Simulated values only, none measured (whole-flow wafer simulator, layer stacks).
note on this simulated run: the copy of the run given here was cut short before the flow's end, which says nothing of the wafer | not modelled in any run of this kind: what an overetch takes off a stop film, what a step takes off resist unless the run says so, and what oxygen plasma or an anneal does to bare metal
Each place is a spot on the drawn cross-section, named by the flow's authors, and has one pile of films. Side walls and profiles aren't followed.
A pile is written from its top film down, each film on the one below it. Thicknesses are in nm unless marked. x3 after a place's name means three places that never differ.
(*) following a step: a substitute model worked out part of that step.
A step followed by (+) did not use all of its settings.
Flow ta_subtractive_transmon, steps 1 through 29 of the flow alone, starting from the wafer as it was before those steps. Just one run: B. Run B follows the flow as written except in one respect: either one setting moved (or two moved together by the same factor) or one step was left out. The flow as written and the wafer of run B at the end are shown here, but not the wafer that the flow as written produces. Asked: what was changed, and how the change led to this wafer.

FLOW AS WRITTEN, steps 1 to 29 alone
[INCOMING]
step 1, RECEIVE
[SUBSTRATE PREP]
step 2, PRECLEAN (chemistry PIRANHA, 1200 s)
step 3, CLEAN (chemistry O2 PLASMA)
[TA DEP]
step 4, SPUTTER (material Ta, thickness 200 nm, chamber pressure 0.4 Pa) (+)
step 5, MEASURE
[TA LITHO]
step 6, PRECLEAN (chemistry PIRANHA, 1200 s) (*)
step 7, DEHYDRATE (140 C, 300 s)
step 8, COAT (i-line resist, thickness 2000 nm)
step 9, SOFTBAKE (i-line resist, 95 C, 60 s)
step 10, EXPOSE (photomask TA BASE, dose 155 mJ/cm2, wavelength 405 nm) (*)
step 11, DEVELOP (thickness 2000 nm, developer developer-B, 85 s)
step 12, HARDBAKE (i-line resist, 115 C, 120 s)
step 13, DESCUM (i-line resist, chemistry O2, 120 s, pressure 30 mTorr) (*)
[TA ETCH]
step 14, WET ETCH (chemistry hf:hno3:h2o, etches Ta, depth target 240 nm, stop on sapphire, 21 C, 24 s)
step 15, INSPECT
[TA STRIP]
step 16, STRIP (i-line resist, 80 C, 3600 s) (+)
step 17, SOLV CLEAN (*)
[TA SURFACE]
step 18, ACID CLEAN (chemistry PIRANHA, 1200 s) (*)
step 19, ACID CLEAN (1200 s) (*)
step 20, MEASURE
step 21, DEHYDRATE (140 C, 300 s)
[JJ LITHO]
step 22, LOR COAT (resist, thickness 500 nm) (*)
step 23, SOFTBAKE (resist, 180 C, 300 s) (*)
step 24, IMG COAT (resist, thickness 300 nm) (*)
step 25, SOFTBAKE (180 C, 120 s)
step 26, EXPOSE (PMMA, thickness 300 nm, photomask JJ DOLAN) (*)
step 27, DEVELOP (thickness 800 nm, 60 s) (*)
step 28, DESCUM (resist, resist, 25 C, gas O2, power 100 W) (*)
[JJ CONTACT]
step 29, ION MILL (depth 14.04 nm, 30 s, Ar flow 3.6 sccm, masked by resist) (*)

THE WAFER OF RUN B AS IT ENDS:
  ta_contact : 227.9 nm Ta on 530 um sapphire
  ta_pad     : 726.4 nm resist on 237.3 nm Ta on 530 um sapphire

The reason: step 4, SPUTTER: thickness 237.6 nm was run, though the flow has thickness 200 nm.

How this came from the change, step by step:
  step 4, SPUTTER (material Ta, thickness 200 nm, chamber pressure 0.4 Pa) (+)
      field x2, jj_line, lead, ta_contact, ta_pad: Ta gains 237.6 (new film) (in the flow as written it would be: Ta gains 200 (new film))
  step 14, WET ETCH (chemistry hf:hno3:h2o, etches Ta, depth target 240 nm, stop on sapphire, 21 C, 24 s)
      field x2, jj_line, lead: Ta loses 237.6 (all of it) (in the flow as written it would be: Ta loses 200 (all of it))
  step 22, LOR COAT (resist, thickness 500 nm) (*)
      ta_contact: resist gains 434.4 (new film) (in the flow as written it would be: resist gains 443.8 (new film))
